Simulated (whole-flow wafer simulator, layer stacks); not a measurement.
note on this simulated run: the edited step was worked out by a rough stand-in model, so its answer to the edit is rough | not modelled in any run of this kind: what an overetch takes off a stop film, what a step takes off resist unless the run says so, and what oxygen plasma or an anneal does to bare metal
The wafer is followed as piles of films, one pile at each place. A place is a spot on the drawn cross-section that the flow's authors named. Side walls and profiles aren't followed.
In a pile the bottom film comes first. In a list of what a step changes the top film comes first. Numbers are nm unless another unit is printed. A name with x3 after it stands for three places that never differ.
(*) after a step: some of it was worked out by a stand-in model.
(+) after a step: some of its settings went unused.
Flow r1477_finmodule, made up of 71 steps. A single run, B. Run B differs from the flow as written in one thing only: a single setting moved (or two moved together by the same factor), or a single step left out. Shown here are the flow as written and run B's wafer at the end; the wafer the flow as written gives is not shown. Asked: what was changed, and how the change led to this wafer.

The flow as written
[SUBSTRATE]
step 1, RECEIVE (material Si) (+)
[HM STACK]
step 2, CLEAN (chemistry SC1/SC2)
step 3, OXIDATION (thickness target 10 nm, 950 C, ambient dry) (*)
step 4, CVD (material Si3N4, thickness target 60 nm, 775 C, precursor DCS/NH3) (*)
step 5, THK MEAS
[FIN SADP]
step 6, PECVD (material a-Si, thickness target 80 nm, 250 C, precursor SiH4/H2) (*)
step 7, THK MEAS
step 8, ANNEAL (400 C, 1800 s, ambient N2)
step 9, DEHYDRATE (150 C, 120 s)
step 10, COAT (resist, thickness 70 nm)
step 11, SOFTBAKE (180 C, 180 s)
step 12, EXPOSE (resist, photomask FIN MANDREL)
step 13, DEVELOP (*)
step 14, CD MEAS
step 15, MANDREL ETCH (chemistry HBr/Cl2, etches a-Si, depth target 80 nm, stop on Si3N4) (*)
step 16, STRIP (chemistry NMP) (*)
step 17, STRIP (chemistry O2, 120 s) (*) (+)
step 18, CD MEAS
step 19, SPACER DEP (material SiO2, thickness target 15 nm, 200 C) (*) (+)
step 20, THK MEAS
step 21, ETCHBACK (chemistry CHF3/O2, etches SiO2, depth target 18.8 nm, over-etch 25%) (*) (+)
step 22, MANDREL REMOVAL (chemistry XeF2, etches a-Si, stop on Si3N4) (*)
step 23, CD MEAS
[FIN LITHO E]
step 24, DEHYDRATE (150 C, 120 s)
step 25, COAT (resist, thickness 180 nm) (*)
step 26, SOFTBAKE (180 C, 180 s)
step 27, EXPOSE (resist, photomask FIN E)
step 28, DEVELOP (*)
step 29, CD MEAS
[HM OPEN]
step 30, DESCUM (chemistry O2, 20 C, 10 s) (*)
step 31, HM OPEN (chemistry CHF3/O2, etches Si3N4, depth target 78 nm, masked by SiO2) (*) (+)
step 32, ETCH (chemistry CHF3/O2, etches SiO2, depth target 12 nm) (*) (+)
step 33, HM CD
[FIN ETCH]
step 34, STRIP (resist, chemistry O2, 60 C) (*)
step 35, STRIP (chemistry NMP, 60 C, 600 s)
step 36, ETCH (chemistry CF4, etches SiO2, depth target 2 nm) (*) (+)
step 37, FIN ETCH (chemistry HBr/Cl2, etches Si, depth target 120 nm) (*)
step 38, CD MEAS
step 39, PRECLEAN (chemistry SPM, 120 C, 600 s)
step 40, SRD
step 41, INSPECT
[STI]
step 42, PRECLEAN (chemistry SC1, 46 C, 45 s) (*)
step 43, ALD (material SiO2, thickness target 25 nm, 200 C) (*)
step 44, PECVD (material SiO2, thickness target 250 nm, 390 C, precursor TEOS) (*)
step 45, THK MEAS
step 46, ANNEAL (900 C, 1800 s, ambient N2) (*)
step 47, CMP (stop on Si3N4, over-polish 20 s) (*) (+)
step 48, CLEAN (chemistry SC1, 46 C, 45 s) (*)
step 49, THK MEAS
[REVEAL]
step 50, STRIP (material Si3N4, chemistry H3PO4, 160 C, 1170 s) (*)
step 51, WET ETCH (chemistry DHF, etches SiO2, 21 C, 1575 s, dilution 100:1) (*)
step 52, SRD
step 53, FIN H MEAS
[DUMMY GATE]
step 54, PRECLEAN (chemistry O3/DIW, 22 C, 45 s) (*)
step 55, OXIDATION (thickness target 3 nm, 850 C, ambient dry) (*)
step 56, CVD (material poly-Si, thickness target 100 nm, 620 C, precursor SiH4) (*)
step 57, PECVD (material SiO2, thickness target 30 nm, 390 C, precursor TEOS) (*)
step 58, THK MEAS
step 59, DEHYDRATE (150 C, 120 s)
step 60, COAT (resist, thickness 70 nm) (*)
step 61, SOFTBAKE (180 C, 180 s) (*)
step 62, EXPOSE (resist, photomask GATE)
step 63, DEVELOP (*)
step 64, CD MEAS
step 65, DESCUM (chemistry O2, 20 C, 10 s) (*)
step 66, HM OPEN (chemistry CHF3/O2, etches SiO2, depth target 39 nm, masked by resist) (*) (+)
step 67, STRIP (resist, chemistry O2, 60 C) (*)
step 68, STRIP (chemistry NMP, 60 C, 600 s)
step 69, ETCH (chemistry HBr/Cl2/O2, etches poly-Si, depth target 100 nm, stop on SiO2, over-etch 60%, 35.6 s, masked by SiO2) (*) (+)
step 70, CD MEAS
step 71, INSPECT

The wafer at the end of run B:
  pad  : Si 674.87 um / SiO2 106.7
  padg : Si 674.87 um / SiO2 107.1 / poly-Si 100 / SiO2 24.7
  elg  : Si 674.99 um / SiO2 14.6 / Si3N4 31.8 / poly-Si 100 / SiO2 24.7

What caused this: step 3, OXIDATION: thickness target 14.6 nm was run, while the flow as written has thickness target 10 nm.
The wafer itself shows it: elg has SiO2 14.6, and step 3 as written asks for 10 nm.

How this came from the change, step by step:
  step 3, OXIDATION (thickness target 10 nm, 950 C, ambient dry) (*)
      pad, padg, elg and 33 more: SiO2 gains 14.6 (new film), chemical SiO2 loses 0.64 (all of it), Si loses 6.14 (it would be, as written: SiO2 gains 10 (new film), chemical SiO2 loses 0.64 (all of it), Si loses 4.12)
  step 31, HM OPEN (chemistry CHF3/O2, etches Si3N4, depth target 78 nm, masked by SiO2) (*) (+)
      pad, padg, esg and 13 more: Si3N4 loses 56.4 (all of it), SiO2 loses 10.8 (it would be, as written: Si3N4 loses 56.4 (all of it), SiO2 loses 10 (all of it))
  step 32, ETCH (chemistry CHF3/O2, etches SiO2, depth target 12 nm) (*) (+)
      pad, padg, e40sg and 11 more: SiO2 loses 3.79 (all of it), Si loses 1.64 (it would be, as written: Si loses 2.4)
      esg, eso: SiO2 loses 3.79 (all of it), Si loses 1.64 (it would be, as written: Si loses 1.77)
      (and at 6 other places as well)
  step 43, ALD (material SiO2, thickness target 25 nm, 200 C) (*)
      esg: SiO2 gains 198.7 (new film) (it would be, as written: SiO2 gains 194.3 (new film))
  step 47, CMP (stop on Si3N4, over-polish 20 s) (*) (+)
      pad, padg, e40sg and 11 more: SiO2 loses 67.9 (it would be, as written: SiO2 loses 71.8)
      eso: SiO2 loses 67.9 (it would be, as written: SiO2 loses 72.4)
  step 51, WET ETCH (chemistry DHF, etches SiO2, 21 C, 1575 s, dilution 100:1) (*)
      s40sg_line, s45sg_line, s50sg_line, s40so_line, s45so_line, s50so_line: SiO2 loses 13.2 (all of it) (it would be, as written: SiO2 loses 8.63 (all of it))
  step 56, CVD (material poly-Si, thickness target 100 nm, 620 C, precursor SiH4) (*)
      s40cg, s40co: poly-Si gains 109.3 (new film) (it would be, as written: poly-Si gains 113.9 (new film))
      s45cg, s45co: poly-Si gains 108.8 (new film) (it would be, as written: poly-Si gains 113.4 (new film))
      (and at 2 other places as well)
  step 60, COAT (resist, thickness 70 nm) (*)
      s40sg, s45sg, s40so, s45so: resist gains 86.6 (new film) (it would be, as written: resist gains 91 (new film))
      s50sg, s50so: resist gains 86.4 (new film) (it would be, as written: resist gains 90.9 (new film))
  step 63, DEVELOP (*)
      s40so, s45so: resist loses 86.6 (all of it) (it would be, as written: resist loses 91 (all of it))
      s50so: resist loses 86.4 (all of it) (it would be, as written: resist loses 90.9 (all of it))
  step 67, STRIP (resist, chemistry O2, 60 C) (*)
      s40sg: resist loses 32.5 (all of it) (it would be, as written: resist loses 36.9 (all of it))
      s45sg: resist loses 32.4 (all of it) (it would be, as written: resist loses 36.9 (all of it))
      (and at 1 other place as well)
  step 69, ETCH (chemistry HBr/Cl2/O2, etches poly-Si, depth target 100 nm, stop on SiO2, over-etch 60%, 35.6 s, masked by SiO2) (*) (+)
      s40co: chemical SiO2 loses 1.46 (all of it), poly-Si loses 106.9 (all of it), SiO2 loses 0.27 (it would be, as written: chemical SiO2 loses 1.46 (all of it), poly-Si loses 111.5 (all of it), SiO2 loses 0.24)
      s45co: chemical SiO2 loses 1.46 (all of it), poly-Si loses 106.3 (all of it), SiO2 loses 0.27 (it would be, as written: chemical SiO2 loses 1.46 (all of it), poly-Si loses 110.9 (all of it), SiO2 loses 0.25)
      (and at 1 other place as well)
